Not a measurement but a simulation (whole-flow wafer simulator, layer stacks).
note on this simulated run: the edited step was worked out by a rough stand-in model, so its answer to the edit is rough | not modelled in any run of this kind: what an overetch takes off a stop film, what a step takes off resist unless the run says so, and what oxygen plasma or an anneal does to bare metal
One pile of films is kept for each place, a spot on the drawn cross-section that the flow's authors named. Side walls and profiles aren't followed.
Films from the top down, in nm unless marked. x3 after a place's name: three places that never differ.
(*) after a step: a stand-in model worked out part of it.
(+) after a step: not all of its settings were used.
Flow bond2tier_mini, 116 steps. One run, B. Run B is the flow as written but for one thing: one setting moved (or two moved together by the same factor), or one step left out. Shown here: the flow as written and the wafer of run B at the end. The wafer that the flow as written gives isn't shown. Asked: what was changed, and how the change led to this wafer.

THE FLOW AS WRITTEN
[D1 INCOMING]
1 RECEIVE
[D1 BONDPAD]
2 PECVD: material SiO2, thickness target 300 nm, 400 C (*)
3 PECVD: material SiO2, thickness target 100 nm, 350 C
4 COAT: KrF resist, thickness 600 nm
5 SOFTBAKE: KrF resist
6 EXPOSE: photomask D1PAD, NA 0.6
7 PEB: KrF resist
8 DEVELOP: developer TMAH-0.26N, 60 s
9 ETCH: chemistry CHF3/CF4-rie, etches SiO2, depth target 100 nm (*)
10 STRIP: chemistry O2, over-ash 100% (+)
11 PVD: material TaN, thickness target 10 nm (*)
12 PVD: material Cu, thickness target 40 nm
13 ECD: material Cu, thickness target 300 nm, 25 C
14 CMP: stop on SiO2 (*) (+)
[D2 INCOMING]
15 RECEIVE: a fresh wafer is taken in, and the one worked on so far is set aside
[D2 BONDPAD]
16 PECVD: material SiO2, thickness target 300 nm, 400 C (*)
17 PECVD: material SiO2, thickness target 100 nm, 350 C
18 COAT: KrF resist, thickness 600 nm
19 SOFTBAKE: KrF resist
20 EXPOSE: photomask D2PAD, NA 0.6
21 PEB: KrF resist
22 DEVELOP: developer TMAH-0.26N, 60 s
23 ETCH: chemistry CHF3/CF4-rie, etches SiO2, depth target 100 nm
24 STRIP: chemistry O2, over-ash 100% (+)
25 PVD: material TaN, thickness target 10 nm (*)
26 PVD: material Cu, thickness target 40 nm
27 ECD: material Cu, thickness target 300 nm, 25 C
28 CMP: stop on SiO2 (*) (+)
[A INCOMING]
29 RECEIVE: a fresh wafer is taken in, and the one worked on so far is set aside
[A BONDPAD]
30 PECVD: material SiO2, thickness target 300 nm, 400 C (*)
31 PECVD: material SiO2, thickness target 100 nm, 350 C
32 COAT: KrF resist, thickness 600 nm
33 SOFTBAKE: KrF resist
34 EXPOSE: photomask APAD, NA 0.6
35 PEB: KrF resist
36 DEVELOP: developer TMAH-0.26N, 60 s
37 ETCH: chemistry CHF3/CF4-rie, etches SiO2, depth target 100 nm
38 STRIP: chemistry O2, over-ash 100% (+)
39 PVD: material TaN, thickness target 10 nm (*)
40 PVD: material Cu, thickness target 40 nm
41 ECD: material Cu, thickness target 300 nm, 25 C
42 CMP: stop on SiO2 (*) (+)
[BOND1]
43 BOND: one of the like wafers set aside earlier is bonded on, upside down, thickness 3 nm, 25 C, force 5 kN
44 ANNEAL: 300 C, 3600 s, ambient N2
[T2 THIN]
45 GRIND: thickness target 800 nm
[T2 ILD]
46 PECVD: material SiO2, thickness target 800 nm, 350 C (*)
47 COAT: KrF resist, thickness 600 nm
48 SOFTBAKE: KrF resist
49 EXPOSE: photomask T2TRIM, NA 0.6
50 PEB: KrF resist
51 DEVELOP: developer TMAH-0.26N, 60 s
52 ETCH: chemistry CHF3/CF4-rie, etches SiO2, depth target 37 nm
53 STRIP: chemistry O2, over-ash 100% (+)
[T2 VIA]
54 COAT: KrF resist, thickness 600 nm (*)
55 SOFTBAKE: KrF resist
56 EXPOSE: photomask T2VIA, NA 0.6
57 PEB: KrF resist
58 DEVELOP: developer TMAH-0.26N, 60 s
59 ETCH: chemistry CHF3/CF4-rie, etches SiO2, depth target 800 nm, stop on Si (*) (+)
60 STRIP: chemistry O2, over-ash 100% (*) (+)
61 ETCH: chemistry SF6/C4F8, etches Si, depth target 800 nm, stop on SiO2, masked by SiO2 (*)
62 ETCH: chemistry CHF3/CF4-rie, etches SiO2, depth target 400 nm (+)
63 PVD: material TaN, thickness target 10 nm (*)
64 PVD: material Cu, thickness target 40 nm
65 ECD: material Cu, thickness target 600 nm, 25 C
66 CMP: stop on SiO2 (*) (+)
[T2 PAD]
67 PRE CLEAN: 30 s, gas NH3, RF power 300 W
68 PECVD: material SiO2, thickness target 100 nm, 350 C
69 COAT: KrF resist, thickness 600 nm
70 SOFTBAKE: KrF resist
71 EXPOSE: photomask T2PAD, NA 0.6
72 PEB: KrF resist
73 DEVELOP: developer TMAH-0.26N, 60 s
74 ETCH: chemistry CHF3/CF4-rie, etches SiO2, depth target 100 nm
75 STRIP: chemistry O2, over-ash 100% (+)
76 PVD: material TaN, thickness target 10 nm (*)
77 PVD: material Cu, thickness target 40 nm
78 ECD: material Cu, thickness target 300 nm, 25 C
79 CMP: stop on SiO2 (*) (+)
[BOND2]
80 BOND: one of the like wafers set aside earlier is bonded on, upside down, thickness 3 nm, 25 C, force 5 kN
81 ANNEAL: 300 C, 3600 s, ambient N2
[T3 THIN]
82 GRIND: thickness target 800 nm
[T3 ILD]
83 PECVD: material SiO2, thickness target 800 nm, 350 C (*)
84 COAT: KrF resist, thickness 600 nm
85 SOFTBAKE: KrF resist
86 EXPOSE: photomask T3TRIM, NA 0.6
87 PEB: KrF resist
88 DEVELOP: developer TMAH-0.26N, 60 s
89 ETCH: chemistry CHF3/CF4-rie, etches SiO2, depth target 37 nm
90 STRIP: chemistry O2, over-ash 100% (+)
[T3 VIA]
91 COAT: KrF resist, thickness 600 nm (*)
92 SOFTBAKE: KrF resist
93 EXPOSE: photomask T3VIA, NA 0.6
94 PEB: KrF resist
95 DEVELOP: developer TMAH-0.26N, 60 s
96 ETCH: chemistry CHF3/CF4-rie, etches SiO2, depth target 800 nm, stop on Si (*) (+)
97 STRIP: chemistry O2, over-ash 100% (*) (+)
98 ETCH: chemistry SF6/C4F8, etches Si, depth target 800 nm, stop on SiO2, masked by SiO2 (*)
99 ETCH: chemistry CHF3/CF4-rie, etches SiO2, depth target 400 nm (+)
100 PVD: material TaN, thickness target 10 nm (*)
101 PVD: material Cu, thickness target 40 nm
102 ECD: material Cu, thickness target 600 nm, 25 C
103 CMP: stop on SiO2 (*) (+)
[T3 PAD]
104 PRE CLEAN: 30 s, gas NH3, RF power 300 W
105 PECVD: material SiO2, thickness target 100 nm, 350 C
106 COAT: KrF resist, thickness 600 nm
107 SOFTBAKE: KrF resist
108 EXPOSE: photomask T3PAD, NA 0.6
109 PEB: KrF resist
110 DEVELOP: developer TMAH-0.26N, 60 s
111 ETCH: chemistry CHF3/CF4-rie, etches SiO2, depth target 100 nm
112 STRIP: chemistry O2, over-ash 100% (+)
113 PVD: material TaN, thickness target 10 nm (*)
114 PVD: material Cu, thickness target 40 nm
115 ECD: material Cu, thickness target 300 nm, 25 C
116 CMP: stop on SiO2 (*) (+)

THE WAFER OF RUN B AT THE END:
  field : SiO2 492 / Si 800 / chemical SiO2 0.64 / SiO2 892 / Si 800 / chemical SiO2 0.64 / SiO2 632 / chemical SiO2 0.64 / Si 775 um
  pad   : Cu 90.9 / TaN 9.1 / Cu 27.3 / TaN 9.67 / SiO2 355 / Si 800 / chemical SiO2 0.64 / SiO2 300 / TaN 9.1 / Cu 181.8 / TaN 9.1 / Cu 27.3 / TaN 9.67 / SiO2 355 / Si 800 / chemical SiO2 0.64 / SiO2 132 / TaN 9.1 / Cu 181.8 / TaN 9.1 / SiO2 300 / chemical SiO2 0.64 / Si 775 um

The cause: step 2, PECVD: thickness target 132 nm was run, where the flow has thickness target 300 nm.
It can be read off the wafer: pad has SiO2 132, and step 2 as written asks for 300 nm.

How the change led to this, step by step:
  2 PECVD: material SiO2, thickness target 300 nm, 400 C (*)
      field, pad, via: SiO2 +132 (new film) (as written it would be: SiO2 +300 (new film))
  43 BOND: one of the like wafers set aside earlier is bonded on, upside down, thickness 3 nm, 25 C, force 5 kN
      field: Si +775 um (new film), chemical SiO2 +0.64 (new film), SiO2 +232 (as written it would be: Si +775 um (new film), chemical SiO2 +0.64 (new film), SiO2 +400)
      pad: Si +775 um (new film), chemical SiO2 +0.64 (new film), SiO2 +132 (new film), TaN +9.1 (new film), Cu +90.9 (as written it would be: Si +775 um (new film), chemical SiO2 +0.64 (new film), SiO2 +300 (new film), TaN +9.1 (new film), Cu +90.9)
      (and at 1 more place)
